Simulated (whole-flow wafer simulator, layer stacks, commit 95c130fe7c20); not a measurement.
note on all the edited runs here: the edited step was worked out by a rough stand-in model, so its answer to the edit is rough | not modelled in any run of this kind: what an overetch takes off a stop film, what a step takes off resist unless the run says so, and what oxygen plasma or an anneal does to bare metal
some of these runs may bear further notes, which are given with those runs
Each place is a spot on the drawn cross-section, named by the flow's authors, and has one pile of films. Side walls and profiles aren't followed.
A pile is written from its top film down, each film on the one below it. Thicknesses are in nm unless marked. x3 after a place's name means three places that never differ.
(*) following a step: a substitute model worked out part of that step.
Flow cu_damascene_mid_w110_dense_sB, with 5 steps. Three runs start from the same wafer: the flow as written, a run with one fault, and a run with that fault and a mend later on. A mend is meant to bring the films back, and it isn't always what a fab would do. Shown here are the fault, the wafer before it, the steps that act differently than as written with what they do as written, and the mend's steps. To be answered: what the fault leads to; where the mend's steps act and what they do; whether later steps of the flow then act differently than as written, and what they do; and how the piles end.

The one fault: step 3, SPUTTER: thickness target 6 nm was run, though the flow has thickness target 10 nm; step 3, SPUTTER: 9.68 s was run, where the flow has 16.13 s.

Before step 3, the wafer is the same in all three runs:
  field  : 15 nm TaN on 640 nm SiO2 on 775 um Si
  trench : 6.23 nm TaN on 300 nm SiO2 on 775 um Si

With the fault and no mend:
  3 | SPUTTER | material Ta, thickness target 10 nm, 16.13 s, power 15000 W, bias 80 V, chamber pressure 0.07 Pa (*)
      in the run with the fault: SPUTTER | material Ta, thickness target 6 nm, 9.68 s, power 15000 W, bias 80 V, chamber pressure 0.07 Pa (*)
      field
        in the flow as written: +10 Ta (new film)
        in the run with the fault: +6 Ta (new film)
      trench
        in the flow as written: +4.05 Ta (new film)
        in the run with the fault: +2.43 Ta (new film)
  Every later step of the flow that is run acts as written, at every place that is followed, to within 2% or 0.5 nm, whichever is larger.
  At field, trench, the piles at the end differ from the flow's by more than 2% or 0.5 nm, whichever is larger.
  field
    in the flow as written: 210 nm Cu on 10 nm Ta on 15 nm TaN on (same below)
    in the run with the fault: 210 nm Cu on 6 nm Ta on 15 nm TaN on (same below)
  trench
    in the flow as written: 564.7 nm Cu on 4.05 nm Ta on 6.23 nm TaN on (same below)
    in the run with the fault: 562.3 nm Cu on 2.43 nm Ta on 6.23 nm TaN on (same below)

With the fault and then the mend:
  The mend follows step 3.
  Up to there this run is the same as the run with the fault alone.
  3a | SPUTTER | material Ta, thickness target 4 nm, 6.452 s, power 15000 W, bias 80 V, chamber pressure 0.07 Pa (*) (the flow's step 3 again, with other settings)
      field
        +4 Ta
      trench
        +1.58 Ta
  Every later step of the flow that is run acts as written at every place that is followed.
  When the end is reached, the piles differ only a little from the flow's at the places that both follow, at most by 2% or 0.5 nm, whichever is larger.
